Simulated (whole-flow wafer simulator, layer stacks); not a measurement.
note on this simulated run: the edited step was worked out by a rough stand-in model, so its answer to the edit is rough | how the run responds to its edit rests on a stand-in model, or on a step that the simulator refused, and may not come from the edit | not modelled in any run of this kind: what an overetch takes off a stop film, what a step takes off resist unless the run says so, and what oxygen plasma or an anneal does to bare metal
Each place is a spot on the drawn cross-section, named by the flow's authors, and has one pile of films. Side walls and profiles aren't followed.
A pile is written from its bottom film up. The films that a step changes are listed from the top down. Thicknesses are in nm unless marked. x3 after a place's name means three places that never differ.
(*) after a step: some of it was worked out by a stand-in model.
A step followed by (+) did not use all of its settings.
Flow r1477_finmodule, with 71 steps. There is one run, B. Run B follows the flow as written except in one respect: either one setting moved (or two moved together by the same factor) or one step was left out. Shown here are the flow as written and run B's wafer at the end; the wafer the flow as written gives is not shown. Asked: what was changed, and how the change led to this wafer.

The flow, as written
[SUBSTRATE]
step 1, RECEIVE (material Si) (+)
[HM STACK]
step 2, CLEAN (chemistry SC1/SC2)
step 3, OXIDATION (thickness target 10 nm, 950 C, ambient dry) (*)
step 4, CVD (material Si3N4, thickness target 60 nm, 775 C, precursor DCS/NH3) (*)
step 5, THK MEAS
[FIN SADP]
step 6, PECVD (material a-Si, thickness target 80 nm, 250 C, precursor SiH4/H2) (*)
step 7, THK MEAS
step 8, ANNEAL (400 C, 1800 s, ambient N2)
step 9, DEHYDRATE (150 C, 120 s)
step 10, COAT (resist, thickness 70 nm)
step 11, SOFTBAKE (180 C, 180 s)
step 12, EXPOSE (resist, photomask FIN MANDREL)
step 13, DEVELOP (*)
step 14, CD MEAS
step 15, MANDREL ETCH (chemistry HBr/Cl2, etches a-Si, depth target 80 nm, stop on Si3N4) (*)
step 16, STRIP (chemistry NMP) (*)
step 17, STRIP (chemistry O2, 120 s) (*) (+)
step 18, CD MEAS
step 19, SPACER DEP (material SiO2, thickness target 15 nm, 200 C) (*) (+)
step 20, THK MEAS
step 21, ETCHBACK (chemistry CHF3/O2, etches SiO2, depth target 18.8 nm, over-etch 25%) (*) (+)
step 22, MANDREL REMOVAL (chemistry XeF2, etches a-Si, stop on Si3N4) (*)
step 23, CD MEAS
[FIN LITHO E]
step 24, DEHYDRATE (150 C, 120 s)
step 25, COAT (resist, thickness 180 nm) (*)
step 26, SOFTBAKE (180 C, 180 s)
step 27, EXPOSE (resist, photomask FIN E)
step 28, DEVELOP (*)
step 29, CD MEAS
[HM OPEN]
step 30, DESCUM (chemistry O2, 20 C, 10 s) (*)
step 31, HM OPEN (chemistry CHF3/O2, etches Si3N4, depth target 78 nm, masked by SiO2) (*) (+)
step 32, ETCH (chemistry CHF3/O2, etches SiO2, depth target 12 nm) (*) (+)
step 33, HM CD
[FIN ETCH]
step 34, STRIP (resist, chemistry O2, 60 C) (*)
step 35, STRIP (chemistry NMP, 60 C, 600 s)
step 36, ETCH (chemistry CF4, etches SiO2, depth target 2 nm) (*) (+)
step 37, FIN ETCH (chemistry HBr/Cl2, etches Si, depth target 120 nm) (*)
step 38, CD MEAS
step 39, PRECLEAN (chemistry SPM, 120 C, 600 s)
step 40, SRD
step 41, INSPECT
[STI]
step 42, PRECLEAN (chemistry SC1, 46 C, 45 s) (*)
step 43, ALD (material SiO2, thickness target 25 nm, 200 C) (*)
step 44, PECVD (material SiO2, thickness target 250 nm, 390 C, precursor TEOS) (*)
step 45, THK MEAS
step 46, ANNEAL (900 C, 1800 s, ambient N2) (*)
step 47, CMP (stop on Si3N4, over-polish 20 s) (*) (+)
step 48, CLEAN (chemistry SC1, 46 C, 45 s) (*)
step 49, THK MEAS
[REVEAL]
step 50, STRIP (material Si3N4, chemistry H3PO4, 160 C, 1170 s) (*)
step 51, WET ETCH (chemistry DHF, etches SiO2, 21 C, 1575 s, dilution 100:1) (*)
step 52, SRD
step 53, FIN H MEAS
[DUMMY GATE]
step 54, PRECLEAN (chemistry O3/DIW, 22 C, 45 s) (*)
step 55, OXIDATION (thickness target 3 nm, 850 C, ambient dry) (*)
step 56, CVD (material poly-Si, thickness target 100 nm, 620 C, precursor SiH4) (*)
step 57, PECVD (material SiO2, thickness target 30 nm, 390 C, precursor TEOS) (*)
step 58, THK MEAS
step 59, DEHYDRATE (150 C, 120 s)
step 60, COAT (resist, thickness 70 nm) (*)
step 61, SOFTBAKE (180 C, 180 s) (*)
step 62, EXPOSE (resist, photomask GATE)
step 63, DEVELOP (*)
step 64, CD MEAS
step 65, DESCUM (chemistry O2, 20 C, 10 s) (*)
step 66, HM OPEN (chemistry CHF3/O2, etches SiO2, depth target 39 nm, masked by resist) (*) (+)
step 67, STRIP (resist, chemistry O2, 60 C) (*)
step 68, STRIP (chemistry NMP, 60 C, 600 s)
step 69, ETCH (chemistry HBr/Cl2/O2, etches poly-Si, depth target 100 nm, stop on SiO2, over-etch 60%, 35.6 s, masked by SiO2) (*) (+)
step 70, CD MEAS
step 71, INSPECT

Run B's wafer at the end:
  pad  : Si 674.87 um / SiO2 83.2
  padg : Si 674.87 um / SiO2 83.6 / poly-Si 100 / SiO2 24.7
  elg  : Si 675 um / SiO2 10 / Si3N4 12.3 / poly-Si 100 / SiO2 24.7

What caused this: step 4, CVD: thickness target 40.5 nm was run, whereas the flow has thickness target 60 nm.

Step by step, how the change led to this:
  step 4, CVD (material Si3N4, thickness target 60 nm, 775 C, precursor DCS/NH3) (*)
      pad, padg, elg and 33 more: Si3N4 gains 40.5 (new film) (in the flow as written it would be: Si3N4 gains 60 (new film))
  step 31, HM OPEN (chemistry CHF3/O2, etches Si3N4, depth target 78 nm, masked by SiO2) (*) (+)
      pad, padg, esg and 13 more: Si3N4 loses 36.9 (all of it), SiO2 loses 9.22 (in the flow as written it would be: Si3N4 loses 56.4 (all of it), SiO2 loses 10 (all of it))
      elg, e40lg, e100lg, e200lg, elo, e40lo, e100lo, e200lo: resist loses 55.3 (in the flow as written it would be: resist loses 78)
      (and at 12 other places as well)
  step 32, ETCH (chemistry CHF3/O2, etches SiO2, depth target 12 nm) (*) (+)
      pad, padg, e40sg and 11 more: SiO2 loses 0.78 (all of it), Si loses 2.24 (in the flow as written it would be: Si loses 2.4)
      esg, eso: SiO2 loses 0.78 (all of it), Si loses 2.24 (in the flow as written it would be: Si loses 1.77)
      (and at 6 other places as well)
  step 34, STRIP (resist, chemistry O2, 60 C) (*)
      elg, e40lg, e100lg, e200lg, elo, e40lo, e100lo, e200lo: resist loses 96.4 (all of it) (in the flow as written it would be: resist loses 73.8 (all of it))
  step 43, ALD (material SiO2, thickness target 25 nm, 200 C) (*)
      s40cg, s45cg, s50cg, s40co, s45co, s50co: SiO2 gains 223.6 (new film) (in the flow as written it would be: SiO2 gains 232.1 (new film))
      esg: SiO2 gains 175.2 (new film) (in the flow as written it would be: SiO2 gains 194.3 (new film))
  step 47, CMP (stop on Si3N4, over-polish 20 s) (*) (+)
      pad, padg, e40sg and 11 more: SiO2 loses 91.5 (in the flow as written it would be: SiO2 loses 71.8)
      s40cg, s45cg, s50cg, s40co, s45co, s50co: SiO2 loses 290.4 (in the flow as written it would be: SiO2 loses 279)
      (and at 7 other places as well)
  step 50, STRIP (material Si3N4, chemistry H3PO4, 160 C, 1170 s) (*)
      s40sg_line, s45sg_line, s50sg_line, s40so_line, s45so_line, s50so_line: Si3N4 loses 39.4 (all of it), SiO2 loses 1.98 (in the flow as written it would be: Si3N4 loses 58.9 (all of it), SiO2 loses 1.37)
  step 51, WET ETCH (chemistry DHF, etches SiO2, 21 C, 1575 s, dilution 100:1) (*)
      s40sg_line, s45sg_line, s50sg_line, s40so_line, s45so_line, s50so_line: SiO2 loses 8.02 (all of it) (in the flow as written it would be: SiO2 loses 8.63 (all of it))
  step 56, CVD (material poly-Si, thickness target 100 nm, 620 C, precursor SiH4) (*)
      s40cg, s40co: poly-Si gains 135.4 (new film) (in the flow as written it would be: poly-Si gains 113.9 (new film))
      s45cg, s45co: poly-Si gains 135.4 (new film) (in the flow as written it would be: poly-Si gains 113.4 (new film))
      (and at 2 other places as well)
  step 60, COAT (resist, thickness 70 nm) (*)
      s40cg, s40co: resist gains 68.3 (new film) (in the flow as written it would be: resist gains 70.6 (new film))
      s40sg, s40so: resist gains 110.2 (new film) (in the flow as written it would be: resist gains 91 (new film))
      (and at 8 other places as well)
  step 63, DEVELOP (*)
      s40co: resist loses 68.3 (all of it) (in the flow as written it would be: resist loses 70.6 (all of it))
      s40so: resist loses 110.2 (all of it) (in the flow as written it would be: resist loses 91 (all of it))
      (and at 4 other places as well)
  step 67, STRIP (resist, chemistry O2, 60 C) (*)
      s40cg: resist loses 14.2 (all of it) (in the flow as written it would be: resist loses 16.5 (all of it))
      s40sg: resist loses 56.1 (all of it) (in the flow as written it would be: resist loses 36.9 (all of it))
      (and at 4 other places as well)
  step 69, ETCH (chemistry HBr/Cl2/O2, etches poly-Si, depth target 100 nm, stop on SiO2, over-etch 60%, 35.6 s, masked by SiO2) (*) (+)
      s40co: chemical SiO2 loses 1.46 (all of it), poly-Si loses 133 (all of it), SiO2 loses 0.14 (in the flow as written it would be: chemical SiO2 loses 1.46 (all of it), poly-Si loses 111.5 (all of it), SiO2 loses 0.24)
      s45co: chemical SiO2 loses 1.46 (all of it), poly-Si loses 133 (all of it), SiO2 loses 0.14 (in the flow as written it would be: chemical SiO2 loses 1.46 (all of it), poly-Si loses 110.9 (all of it), SiO2 loses 0.25)
      (and at 1 other place as well)
